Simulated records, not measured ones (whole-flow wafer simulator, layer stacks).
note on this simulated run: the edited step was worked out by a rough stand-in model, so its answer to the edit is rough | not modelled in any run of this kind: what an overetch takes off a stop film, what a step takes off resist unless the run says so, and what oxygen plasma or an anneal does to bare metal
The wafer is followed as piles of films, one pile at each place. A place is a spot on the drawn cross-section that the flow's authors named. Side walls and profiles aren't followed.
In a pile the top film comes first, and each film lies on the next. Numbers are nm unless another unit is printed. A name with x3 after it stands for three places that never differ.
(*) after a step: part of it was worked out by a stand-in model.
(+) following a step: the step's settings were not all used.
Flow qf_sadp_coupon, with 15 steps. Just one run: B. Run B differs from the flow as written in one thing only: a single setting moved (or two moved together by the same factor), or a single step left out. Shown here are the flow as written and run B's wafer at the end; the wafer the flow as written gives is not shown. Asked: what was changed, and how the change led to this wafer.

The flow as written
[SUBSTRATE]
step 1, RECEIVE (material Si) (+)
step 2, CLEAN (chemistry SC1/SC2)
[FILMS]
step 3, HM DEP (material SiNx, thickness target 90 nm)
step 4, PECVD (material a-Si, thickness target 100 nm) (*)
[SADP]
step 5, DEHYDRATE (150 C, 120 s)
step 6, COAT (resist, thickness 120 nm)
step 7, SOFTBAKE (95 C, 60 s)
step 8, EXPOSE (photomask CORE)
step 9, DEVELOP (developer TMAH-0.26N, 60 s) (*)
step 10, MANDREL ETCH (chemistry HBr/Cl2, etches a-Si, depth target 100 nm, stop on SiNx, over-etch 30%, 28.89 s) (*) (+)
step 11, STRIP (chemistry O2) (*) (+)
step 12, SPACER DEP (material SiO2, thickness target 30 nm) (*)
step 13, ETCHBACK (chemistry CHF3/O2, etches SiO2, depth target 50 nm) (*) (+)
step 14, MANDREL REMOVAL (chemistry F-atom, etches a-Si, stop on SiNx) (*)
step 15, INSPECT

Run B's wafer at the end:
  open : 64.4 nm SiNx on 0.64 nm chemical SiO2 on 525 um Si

Cause: step 4, PECVD: thickness target 83.9 nm was run, though the flow has thickness target 100 nm.

Step by step, how the change led to this:
  step 4, PECVD (material a-Si, thickness target 100 nm) (*)
      m, open: a-Si gains 83.9 (new film) (in the flow as written it would be: a-Si gains 100 (new film))
  step 10, MANDREL ETCH (chemistry HBr/Cl2, etches a-Si, depth target 100 nm, stop on SiNx, over-etch 30%, 28.89 s) (*) (+)
      open: a-Si loses 83.9 (all of it), SiNx loses 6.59 (in the flow as written it would be: a-Si loses 100 (all of it), SiNx loses 4.29)
  step 14, MANDREL REMOVAL (chemistry F-atom, etches a-Si, stop on SiNx) (*)
      m: a-Si loses 79.7 (all of it) (in the flow as written it would be: a-Si loses 95.8 (all of it))
